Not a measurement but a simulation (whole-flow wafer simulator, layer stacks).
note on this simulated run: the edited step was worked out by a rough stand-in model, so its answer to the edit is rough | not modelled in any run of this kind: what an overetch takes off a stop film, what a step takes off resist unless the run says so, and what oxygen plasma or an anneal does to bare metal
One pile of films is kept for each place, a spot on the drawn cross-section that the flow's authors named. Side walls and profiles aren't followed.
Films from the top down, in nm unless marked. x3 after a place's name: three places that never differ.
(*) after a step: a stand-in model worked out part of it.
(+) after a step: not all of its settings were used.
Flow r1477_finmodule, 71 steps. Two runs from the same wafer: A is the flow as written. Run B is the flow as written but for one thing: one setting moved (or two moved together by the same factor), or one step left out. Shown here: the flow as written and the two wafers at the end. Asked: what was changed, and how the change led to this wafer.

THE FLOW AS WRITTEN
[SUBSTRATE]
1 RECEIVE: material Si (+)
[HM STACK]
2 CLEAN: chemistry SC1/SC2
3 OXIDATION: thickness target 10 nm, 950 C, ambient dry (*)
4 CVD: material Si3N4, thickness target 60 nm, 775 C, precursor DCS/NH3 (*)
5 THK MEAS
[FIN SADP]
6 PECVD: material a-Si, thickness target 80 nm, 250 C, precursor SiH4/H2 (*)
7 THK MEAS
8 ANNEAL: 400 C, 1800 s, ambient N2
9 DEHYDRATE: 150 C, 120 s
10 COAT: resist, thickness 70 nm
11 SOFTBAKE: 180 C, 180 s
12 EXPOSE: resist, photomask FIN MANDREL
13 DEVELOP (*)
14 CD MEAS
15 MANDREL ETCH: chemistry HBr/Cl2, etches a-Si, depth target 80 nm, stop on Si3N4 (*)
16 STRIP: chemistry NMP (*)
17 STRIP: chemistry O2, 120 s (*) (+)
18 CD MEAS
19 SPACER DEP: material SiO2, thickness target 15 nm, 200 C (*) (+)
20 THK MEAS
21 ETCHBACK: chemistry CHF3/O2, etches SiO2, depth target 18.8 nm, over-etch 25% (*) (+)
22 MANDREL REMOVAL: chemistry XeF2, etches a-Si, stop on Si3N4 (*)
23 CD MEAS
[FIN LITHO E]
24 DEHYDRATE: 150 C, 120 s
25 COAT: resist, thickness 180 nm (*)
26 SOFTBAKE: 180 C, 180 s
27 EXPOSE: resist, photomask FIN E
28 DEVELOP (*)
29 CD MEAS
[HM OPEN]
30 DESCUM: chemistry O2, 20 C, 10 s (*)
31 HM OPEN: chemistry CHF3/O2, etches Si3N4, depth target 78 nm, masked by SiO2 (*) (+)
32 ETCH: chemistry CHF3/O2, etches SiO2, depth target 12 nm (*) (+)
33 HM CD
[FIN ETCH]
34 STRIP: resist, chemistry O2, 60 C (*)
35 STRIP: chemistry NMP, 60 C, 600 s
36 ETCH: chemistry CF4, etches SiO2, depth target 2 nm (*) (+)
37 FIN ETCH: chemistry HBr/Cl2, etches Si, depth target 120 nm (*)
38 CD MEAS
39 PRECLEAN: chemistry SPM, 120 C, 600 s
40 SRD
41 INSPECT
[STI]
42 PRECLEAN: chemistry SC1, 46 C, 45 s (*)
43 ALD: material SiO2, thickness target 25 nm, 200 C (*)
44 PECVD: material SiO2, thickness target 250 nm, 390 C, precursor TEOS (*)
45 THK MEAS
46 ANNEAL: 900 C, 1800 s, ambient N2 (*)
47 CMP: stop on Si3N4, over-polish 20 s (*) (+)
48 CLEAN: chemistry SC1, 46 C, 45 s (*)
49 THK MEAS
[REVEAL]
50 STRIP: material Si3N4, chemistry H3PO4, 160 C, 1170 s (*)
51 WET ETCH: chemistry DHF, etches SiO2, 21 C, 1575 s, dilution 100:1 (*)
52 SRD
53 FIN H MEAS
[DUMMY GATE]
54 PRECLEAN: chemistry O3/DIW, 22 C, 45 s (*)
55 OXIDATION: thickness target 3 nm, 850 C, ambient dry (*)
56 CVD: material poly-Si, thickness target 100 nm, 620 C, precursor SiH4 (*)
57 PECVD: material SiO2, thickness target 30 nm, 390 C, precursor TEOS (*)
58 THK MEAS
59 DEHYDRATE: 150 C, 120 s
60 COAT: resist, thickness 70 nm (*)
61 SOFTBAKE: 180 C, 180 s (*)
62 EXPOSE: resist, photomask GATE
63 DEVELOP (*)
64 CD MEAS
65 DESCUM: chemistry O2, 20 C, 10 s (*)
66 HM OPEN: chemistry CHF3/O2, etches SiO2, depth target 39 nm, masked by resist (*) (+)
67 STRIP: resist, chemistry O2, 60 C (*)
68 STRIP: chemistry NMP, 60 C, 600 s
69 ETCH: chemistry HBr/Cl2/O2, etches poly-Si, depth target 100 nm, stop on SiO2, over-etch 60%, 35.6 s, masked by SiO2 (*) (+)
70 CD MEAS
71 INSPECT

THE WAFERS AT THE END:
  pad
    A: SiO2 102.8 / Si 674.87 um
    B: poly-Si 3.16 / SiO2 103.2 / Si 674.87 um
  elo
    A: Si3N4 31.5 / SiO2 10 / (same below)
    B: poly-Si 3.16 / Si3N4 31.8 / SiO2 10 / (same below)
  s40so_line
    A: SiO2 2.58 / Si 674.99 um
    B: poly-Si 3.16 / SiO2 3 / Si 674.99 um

The cause: step 69, ETCH: depth target 59 nm was run, where the flow has depth target 100 nm; step 69, ETCH: 21 s was run, where the flow has 35.6 s.

How the change led to this, step by step:
  69 ETCH: chemistry HBr/Cl2/O2, etches poly-Si, depth target 100 nm, stop on SiO2, over-etch 60%, 35.6 s, masked by SiO2 (*) (+)
      pad, eso, e40so and 8 more: A chemical SiO2 -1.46 (all of it), poly-Si -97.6 (all of it), SiO2 -0.42 | B chemical SiO2 -1.46 (all of it), poly-Si -94.4
      elo, e40lo, e100lo, e200lo: A chemical SiO2 -1.46 (all of it), poly-Si -97.6 (all of it), Si3N4 -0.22 | B chemical SiO2 -1.46 (all of it), poly-Si -94.4
      (and at 21 more places)
